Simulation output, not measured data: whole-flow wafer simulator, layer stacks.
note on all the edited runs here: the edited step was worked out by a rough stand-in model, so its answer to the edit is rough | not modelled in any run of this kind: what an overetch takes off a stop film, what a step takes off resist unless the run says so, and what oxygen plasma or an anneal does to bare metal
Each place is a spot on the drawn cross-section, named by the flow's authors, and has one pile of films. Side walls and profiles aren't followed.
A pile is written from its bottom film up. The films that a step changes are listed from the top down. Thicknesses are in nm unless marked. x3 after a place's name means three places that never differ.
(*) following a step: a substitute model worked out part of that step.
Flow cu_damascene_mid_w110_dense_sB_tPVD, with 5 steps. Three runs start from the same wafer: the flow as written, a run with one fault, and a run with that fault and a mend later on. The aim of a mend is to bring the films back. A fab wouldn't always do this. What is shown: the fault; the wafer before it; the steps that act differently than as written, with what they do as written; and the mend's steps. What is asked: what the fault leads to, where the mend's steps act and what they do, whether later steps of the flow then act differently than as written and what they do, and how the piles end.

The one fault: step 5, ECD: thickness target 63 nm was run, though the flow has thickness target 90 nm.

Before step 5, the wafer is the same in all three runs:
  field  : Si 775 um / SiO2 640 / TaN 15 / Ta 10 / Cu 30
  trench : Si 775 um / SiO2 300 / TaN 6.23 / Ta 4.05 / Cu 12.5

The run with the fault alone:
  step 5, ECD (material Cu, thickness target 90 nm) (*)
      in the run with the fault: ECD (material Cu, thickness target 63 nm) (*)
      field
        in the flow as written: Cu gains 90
        in the run with the fault: Cu gains 63
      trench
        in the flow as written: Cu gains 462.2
        in the run with the fault: Cu gains 435.2
  None of the later steps of the flow acts differently than as written at any place that is followed.
  The piles end different from the flow's at field, trench by more than 2% or 0.5 nm, whichever is larger.
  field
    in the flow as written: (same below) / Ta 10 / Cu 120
    in the run with the fault: (same below) / Ta 10 / Cu 93
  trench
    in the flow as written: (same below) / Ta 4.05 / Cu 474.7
    in the run with the fault: (same below) / Ta 4.05 / Cu 447.7

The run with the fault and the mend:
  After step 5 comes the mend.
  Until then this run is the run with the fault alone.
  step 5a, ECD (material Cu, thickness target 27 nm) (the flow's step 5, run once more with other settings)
      field, trench
        Cu gains 27
  None of the later steps of the flow acts differently than as written at any place that is followed.
  The piles end the same as the flow's at every place that both follow.
